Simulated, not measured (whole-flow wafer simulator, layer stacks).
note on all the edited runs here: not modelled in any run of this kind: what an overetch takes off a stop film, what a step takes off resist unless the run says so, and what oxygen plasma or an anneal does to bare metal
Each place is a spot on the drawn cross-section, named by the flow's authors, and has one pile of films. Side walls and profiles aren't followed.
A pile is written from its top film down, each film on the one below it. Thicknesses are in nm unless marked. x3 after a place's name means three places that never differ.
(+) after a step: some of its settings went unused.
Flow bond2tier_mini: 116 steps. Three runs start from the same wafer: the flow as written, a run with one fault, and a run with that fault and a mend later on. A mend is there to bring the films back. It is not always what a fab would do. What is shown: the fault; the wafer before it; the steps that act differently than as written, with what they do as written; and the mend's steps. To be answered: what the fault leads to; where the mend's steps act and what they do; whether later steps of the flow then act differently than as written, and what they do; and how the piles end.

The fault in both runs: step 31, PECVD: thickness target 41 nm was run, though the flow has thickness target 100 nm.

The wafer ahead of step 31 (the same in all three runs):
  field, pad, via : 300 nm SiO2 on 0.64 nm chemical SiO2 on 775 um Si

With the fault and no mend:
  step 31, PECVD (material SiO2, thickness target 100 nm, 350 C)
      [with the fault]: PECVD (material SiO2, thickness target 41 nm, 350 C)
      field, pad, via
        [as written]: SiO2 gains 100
        [with the fault]: SiO2 gains 41
  Every later step of the flow that is run acts as written at every place that is followed.
  The piles end different from the flow's at field, pad by more than 2% or 0.5 nm, whichever is larger.
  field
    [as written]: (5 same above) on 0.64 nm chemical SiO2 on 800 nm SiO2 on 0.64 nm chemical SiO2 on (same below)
    [with the fault]: (5 same above) on 0.64 nm chemical SiO2 on 741 nm SiO2 on 0.64 nm chemical SiO2 on (same below)
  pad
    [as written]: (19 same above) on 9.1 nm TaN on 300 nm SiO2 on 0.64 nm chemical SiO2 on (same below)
    [with the fault]: (19 same above) on 9.1 nm TaN on 241 nm SiO2 on 0.64 nm chemical SiO2 on (same below)

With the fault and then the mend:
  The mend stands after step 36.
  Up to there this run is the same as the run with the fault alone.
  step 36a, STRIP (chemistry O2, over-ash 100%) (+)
      field
        KrF resist loses 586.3 (all of it)
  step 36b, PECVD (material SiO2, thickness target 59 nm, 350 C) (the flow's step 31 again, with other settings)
      field, pad, via
        SiO2 gains 59
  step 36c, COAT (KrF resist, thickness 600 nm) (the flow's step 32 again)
      field, pad, via
        KrF resist gains 600 (new film)
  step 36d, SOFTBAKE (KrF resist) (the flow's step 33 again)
      alters no film at any place that is followed
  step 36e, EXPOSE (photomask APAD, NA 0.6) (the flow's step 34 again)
      alters no film at any place that is followed
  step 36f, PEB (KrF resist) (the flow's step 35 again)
      alters no film at any place that is followed
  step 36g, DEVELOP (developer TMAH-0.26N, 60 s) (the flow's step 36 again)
      pad, via
        KrF resist loses 600 (all of it)
      field
        KrF resist loses 13.7
  Every later step of the flow that is run acts as written at every place that is followed.
  The piles end the same as the flow's at every place that both follow.
